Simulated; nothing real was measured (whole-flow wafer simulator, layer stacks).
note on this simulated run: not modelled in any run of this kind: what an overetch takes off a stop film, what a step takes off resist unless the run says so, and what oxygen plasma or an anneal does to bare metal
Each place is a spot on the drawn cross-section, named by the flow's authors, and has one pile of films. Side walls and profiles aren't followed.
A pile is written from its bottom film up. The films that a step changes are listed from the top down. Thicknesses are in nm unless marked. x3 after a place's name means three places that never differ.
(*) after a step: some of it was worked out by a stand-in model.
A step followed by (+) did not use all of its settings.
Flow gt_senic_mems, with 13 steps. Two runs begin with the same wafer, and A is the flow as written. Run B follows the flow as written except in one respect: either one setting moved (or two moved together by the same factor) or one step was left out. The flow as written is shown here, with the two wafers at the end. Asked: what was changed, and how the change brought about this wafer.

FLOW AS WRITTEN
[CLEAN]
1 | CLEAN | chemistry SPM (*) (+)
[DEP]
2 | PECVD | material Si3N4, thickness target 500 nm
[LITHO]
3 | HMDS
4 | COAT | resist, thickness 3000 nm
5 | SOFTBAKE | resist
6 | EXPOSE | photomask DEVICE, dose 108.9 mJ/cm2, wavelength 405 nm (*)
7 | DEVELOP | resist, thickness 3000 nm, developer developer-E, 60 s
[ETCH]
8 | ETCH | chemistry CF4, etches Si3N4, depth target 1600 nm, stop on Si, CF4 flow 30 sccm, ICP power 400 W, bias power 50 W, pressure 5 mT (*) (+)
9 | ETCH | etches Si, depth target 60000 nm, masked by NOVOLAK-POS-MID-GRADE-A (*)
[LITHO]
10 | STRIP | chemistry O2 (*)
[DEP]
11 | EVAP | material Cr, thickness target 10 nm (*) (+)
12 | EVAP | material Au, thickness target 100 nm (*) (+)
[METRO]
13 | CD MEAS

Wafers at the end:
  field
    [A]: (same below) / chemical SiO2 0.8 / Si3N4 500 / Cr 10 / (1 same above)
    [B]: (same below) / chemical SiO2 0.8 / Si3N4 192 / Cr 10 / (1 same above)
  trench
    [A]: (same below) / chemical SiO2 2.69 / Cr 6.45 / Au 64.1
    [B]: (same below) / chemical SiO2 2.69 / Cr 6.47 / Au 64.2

Cause: step 2, PECVD: thickness target 192 nm was run, while the flow as written has thickness target 500 nm.
The wafer lets one read it off: field has Si3N4 192, and step 2 as written asks for 500 nm.

How this came from the change, step by step:
  2 | PECVD | material Si3N4, thickness target 500 nm
      field, trench: A +500 Si3N4 (new film) | B +192 Si3N4 (new film)
  8 | ETCH | chemistry CF4, etches Si3N4, depth target 1600 nm, stop on Si, CF4 flow 30 sccm, ICP power 400 W, bias power 50 W, pressure 5 mT (*) (+)
      field: A -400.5 resist | B -195.2 resist
      trench: A -500 Si3N4 (all of it), -0.8 chemical SiO2 (all of it) | B -192 Si3N4 (all of it), -0.8 chemical SiO2 (all of it)
  10 | STRIP | chemistry O2 (*)
      field: A -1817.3 resist (all of it) | B -2022.6 resist (all of it)
